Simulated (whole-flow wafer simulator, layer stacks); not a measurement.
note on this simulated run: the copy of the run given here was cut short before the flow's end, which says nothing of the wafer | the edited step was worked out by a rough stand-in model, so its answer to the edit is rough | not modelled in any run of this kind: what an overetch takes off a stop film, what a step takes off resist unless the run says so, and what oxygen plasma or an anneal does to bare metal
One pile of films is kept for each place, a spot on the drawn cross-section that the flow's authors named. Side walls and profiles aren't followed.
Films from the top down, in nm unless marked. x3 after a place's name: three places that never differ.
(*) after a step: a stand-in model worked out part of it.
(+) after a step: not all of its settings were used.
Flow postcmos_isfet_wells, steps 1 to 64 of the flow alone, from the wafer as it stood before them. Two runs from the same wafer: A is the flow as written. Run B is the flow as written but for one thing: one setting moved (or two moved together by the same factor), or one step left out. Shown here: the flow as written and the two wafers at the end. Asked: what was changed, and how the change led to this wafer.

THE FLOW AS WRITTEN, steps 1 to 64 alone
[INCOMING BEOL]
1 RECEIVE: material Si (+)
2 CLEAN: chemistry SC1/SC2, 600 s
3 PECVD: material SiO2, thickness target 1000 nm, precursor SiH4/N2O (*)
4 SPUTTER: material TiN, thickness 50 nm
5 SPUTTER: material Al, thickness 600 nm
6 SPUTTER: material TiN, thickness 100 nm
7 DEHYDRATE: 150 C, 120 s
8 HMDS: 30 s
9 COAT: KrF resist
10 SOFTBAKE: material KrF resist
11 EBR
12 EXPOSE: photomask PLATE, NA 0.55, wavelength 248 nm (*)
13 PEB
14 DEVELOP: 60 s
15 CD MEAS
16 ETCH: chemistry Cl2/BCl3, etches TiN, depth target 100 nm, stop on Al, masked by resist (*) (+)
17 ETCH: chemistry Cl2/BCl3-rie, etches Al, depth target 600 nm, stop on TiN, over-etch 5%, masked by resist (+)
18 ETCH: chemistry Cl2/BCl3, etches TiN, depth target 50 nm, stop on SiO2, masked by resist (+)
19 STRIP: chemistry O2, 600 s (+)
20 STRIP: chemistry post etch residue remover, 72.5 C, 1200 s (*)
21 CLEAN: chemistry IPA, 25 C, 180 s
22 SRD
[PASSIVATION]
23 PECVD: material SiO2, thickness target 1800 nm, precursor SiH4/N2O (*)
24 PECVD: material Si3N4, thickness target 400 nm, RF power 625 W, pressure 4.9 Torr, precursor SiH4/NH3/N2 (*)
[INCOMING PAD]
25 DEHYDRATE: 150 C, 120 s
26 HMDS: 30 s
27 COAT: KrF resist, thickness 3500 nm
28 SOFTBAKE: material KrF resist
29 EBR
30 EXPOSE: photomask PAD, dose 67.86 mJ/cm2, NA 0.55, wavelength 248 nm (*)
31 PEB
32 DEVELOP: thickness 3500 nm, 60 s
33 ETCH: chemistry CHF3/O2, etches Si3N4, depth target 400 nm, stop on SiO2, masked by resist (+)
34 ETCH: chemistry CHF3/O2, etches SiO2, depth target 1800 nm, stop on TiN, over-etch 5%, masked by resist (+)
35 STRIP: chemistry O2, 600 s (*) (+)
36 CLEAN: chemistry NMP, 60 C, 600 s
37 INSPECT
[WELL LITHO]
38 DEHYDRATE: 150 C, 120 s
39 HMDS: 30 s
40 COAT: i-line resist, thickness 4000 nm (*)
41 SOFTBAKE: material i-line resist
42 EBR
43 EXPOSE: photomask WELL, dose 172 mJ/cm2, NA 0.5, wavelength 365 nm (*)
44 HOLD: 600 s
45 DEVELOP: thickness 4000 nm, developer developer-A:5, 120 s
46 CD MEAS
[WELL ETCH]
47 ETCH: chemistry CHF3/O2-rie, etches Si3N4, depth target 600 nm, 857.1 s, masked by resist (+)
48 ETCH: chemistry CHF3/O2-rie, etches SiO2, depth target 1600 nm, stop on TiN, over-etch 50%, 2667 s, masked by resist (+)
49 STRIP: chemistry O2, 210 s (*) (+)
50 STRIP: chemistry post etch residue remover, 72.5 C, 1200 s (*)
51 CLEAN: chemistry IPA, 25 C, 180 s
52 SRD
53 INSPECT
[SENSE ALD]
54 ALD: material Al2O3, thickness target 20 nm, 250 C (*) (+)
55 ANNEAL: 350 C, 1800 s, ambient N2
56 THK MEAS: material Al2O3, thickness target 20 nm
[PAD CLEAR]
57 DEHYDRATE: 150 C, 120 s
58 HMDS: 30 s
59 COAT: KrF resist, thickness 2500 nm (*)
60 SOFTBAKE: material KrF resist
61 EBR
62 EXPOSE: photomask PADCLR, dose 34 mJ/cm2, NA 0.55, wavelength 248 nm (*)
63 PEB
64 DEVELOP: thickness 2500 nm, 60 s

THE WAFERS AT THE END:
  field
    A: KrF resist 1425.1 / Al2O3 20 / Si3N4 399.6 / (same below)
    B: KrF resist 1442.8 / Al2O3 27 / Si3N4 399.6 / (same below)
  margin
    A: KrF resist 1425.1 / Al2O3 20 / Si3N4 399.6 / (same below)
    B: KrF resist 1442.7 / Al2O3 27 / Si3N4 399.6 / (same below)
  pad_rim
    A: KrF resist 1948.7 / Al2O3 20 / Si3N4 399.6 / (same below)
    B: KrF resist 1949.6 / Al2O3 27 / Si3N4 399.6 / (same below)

The cause: step 54, ALD: thickness target 27 nm was run, where the flow has thickness target 20 nm.
It can be read off the wafer: field has Al2O3 27, and step 54 as written asks for 20 nm.

How the change led to this, step by step:
  54 ALD: material Al2O3, thickness target 20 nm, 250 C (*) (+)
      field, margin, well900, well1300 x3, pad_rim, pad_clr, pad_open: A Al2O3 +20 (new film) | B Al2O3 +27 (new film)
